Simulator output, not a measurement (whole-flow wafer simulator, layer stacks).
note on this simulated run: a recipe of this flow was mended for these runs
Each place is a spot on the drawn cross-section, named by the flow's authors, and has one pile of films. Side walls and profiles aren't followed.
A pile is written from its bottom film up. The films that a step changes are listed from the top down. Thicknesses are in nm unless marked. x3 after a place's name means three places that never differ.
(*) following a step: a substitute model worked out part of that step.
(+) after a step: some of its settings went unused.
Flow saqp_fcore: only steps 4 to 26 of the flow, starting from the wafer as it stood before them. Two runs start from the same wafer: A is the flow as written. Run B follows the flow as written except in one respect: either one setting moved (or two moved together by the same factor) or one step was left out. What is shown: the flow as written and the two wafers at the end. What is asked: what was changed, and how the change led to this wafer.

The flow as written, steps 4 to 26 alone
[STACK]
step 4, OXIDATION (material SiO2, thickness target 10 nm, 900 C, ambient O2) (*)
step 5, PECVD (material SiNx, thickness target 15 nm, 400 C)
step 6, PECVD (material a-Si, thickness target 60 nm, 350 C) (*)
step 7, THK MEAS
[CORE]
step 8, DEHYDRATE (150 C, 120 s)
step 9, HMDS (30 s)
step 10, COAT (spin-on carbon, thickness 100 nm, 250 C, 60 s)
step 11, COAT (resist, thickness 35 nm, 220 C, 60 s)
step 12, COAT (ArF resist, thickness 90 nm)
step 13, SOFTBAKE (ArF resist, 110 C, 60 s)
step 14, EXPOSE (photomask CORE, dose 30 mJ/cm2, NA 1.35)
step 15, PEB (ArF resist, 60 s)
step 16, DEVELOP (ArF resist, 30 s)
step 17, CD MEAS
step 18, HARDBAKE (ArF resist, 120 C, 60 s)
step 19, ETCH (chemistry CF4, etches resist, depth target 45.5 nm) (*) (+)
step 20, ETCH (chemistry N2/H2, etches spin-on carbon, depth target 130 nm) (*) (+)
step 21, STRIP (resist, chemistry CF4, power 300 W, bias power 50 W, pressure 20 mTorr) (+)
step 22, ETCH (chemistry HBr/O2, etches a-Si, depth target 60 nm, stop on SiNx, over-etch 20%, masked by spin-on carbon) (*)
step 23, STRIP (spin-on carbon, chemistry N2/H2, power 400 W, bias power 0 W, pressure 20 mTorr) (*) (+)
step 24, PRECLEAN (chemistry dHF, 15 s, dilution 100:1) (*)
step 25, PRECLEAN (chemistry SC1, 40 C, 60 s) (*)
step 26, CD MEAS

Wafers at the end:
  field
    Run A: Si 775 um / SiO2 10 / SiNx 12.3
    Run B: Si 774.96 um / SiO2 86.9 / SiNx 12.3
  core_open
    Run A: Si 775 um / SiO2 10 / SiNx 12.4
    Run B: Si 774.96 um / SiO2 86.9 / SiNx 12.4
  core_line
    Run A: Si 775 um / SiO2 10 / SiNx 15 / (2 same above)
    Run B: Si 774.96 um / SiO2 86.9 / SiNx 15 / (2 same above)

Cause: step 4, OXIDATION: 1170 C was run, while the flow as written has 900 C.

The path from the change to this, step by step:
  step 4, OXIDATION (material SiO2, thickness target 10 nm, 900 C, ambient O2) (*)
      field, core_open, core_line: A +10 SiO2 (new film), -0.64 chemical SiO2 (all of it), -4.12 Si | B +86.9 SiO2 (new film), -0.64 chemical SiO2 (all of it), -38 Si
